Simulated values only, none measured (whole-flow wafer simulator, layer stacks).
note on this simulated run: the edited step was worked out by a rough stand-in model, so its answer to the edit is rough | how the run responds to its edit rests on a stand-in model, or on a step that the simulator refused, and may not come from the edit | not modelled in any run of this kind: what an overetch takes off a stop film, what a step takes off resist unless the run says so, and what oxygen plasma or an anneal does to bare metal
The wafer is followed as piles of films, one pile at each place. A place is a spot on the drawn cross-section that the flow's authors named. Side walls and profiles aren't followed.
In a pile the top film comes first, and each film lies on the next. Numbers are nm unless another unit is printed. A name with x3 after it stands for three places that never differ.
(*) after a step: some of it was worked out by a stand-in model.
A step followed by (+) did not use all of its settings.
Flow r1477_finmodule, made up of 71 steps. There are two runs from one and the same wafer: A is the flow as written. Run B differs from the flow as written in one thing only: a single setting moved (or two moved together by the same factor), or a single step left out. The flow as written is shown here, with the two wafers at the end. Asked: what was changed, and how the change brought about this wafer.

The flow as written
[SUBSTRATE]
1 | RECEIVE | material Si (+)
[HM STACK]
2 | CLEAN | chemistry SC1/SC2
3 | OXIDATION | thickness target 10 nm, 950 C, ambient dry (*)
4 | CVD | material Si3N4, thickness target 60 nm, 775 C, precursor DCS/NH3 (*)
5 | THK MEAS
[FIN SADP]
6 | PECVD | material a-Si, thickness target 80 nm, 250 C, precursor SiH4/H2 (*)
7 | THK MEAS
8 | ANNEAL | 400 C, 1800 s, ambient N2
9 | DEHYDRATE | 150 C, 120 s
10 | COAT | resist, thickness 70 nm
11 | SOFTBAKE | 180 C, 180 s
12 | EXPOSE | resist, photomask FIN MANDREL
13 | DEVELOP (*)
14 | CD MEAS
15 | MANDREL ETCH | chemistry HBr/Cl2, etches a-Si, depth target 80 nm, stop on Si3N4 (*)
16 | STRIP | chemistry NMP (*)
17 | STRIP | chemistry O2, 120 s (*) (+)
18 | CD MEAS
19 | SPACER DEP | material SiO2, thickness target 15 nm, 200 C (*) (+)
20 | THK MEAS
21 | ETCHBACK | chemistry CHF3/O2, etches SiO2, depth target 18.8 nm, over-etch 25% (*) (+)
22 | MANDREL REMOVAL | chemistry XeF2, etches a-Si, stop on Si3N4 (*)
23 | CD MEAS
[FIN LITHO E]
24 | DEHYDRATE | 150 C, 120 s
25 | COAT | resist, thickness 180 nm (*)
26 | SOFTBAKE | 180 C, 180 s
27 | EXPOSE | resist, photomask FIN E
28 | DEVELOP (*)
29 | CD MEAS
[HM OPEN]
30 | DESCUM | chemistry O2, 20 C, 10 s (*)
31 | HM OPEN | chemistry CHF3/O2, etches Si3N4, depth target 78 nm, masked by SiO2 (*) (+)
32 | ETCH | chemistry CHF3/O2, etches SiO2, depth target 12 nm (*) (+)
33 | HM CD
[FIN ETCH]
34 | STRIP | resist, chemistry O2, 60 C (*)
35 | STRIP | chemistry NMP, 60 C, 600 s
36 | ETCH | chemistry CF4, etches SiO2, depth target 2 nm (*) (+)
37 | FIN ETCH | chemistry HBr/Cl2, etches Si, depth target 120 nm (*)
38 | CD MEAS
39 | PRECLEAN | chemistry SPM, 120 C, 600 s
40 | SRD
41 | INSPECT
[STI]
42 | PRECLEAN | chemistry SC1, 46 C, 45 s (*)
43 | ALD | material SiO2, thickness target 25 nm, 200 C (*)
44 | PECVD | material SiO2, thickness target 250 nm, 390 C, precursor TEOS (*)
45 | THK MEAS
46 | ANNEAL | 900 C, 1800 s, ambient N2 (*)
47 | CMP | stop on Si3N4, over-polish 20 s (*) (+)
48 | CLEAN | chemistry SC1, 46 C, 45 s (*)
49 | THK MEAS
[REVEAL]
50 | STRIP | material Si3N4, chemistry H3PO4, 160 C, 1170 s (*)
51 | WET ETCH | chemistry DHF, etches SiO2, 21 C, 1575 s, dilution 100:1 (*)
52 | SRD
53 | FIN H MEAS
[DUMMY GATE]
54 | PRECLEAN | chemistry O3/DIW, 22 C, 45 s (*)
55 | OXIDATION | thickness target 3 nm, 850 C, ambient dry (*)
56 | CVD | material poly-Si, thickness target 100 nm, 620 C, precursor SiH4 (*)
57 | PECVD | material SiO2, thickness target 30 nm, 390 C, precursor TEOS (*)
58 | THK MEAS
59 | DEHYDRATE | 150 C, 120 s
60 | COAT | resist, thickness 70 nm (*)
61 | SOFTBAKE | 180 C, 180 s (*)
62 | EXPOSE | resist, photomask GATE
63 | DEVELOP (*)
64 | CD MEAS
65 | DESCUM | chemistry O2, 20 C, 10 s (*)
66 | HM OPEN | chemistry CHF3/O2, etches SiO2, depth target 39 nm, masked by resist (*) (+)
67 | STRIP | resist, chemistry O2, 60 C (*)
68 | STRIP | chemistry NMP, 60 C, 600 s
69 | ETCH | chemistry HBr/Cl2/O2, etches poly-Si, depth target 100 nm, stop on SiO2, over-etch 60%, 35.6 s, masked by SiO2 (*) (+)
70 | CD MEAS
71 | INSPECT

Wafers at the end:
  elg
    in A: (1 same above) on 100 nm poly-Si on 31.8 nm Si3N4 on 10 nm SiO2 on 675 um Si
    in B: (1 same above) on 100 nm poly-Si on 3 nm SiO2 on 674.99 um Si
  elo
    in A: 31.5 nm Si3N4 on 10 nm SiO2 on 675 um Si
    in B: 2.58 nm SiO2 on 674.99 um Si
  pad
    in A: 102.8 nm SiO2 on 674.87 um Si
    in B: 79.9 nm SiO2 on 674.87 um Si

What caused this: step 6, PECVD: thickness target 43.2 nm was run, whereas the flow has thickness target 80 nm.

Step by step, how the change led to this:
  6 | PECVD | material a-Si, thickness target 80 nm, 250 C, precursor SiH4/H2 (*)
      pad, padg, elg and 33 more: A +80 a-Si (new film) | B +43.2 a-Si (new film)
  15 | MANDREL ETCH | chemistry HBr/Cl2, etches a-Si, depth target 80 nm, stop on Si3N4 (*)
      pad, padg, elg and 27 more: A -80 a-Si (all of it) | B -43.2 a-Si (all of it)
      s40cg, s45cg, s50cg, s40co, s45co, s50co: A -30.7 resist | B -24.8 resist
  16 | STRIP | chemistry NMP (*)
      s40cg, s45cg, s50cg, s40co, s45co, s50co: A -39.3 resist (all of it) | B -45.2 resist (all of it)
  21 | ETCHBACK | chemistry CHF3/O2, etches SiO2, depth target 18.8 nm, over-etch 25% (*) (+)
      s40sg_line, s45sg_line, s50sg_line, s40so_line, s45so_line, s50so_line: A +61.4 SiO2 | B +24.6 SiO2
  22 | MANDREL REMOVAL | chemistry XeF2, etches a-Si, stop on Si3N4 (*)
      s40cg, s45cg, s50cg, s40co, s45co, s50co: A -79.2 a-Si (all of it) | B -42.4 a-Si (all of it)
  25 | COAT | resist, thickness 180 nm (*)
      s40cg, s40co: A +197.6 resist (new film) | B +188.4 resist (new film)
      s40sg, s40so: A +201.2 resist (new film) | B +192 resist (new film)
      (also at 14 further places)
  28 | DEVELOP (*)
      s40cg, s40co: A -197.6 resist (all of it) | B -188.4 resist (all of it)
      s40sg, s40so: A -201.2 resist (all of it) | B -192 resist (all of it)
      (also at 14 further places)
  32 | ETCH | chemistry CHF3/O2, etches SiO2, depth target 12 nm (*) (+)
      s40cg, s45cg, s50cg, s40co, s45co, s50co: A -1 SiO2 (all of it), -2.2 Si | B -1 SiO2 (all of it)
      s40sg_line, s45sg_line, s50sg_line, s40so_line, s45so_line, s50so_line: A -12 SiO2 | B -0.6 SiO2 (all of it), -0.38 Si3N4
      (also at 24 further places)
  34 | STRIP | resist, chemistry O2, 60 C (*)
      elg, e40lg, e100lg, e200lg, elo, e40lo, e100lo, e200lo: A -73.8 resist (all of it) | B -84.3 resist (all of it)
  36 | ETCH | chemistry CF4, etches SiO2, depth target 2 nm (*) (+)
      elg, e40lg, e100lg, e200lg, elo, e40lo, e100lo, e200lo: A -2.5 Si3N4 | B nothing
      s40sg_line, s45sg_line, s50sg_line, s40so_line, s45so_line, s50so_line: A -2 SiO2 | B nothing
  37 | FIN ETCH | chemistry HBr/Cl2, etches Si, depth target 120 nm (*)
      s40sg_line, s45sg_line, s50sg_line, s40so_line, s45so_line, s50so_line: A -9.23 SiO2 | B -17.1 Si3N4
  43 | ALD | material SiO2, thickness target 25 nm, 200 C (*)
      s40sg_line, s45sg_line, s50sg_line, s40so_line, s45so_line, s50so_line: A +25 SiO2 | B +25 SiO2 (new film)
      s40cg, s45cg, s50cg, s40co, s45co, s50co: A +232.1 SiO2 (new film) | B +198.2 SiO2 (new film)
  47 | CMP | stop on Si3N4, over-polish 20 s (*) (+)
      elg, e40lg, e100lg, e200lg, elo, e40lo, e100lo, e200lo: A -241.6 SiO2 | B -263.8 SiO2 (all of it), -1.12 Si3N4
      pad, padg, e40sg and 11 more: A -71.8 SiO2 | B -94.7 SiO2
      (also at 14 further places)
  50 | STRIP | material Si3N4, chemistry H3PO4, 160 C, 1170 s (*)
      elg, e40lg, e100lg, e200lg, elo, e40lo, e100lo, e200lo: A -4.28 SiO2 | B -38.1 Si3N4 (all of it), -2.02 SiO2
      s40sg_line, s45sg_line, s50sg_line, s40so_line, s45so_line, s50so_line: A -58.9 Si3N4 (all of it), -1.37 SiO2 | B -38.1 Si3N4 (all of it), -2.02 SiO2
  51 | WET ETCH | chemistry DHF, etches SiO2, 21 C, 1575 s, dilution 100:1 (*)
      elg, e40lg, e100lg, e200lg, elo, e40lo, e100lo, e200lo: A -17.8 SiO2 (all of it), -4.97 Si3N4 | B -7.98 SiO2 (all of it)
      s40sg_line, s45sg_line, s50sg_line, s40so_line, s45so_line, s50so_line: A -8.63 SiO2 (all of it) | B -7.98 SiO2 (all of it)
  54 | PRECLEAN | chemistry O3/DIW, 22 C, 45 s (*)
      elg, e40lg, e100lg, e200lg, elo, e40lo, e100lo, e200lo: A nothing | B +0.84 chemical SiO2 (new film), -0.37 Si
  ... 5 other steps ...
  69 | ETCH | chemistry HBr/Cl2/O2, etches poly-Si, depth target 100 nm, stop on SiO2, over-etch 60%, 35.6 s, masked by SiO2 (*) (+)
      s40co: A -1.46 chemical SiO2 (all of it), -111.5 poly-Si (all of it), -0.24 SiO2 | B -1.36 chemical SiO2 (all of it), -134.3 poly-Si (all of it), -0.13 SiO2
      s45co: A -1.46 chemical SiO2 (all of it), -110.9 poly-Si (all of it), -0.25 SiO2 | B -1.36 chemical SiO2 (all of it), -134.3 poly-Si (all of it), -0.13 SiO2
      (also at 1 further place)
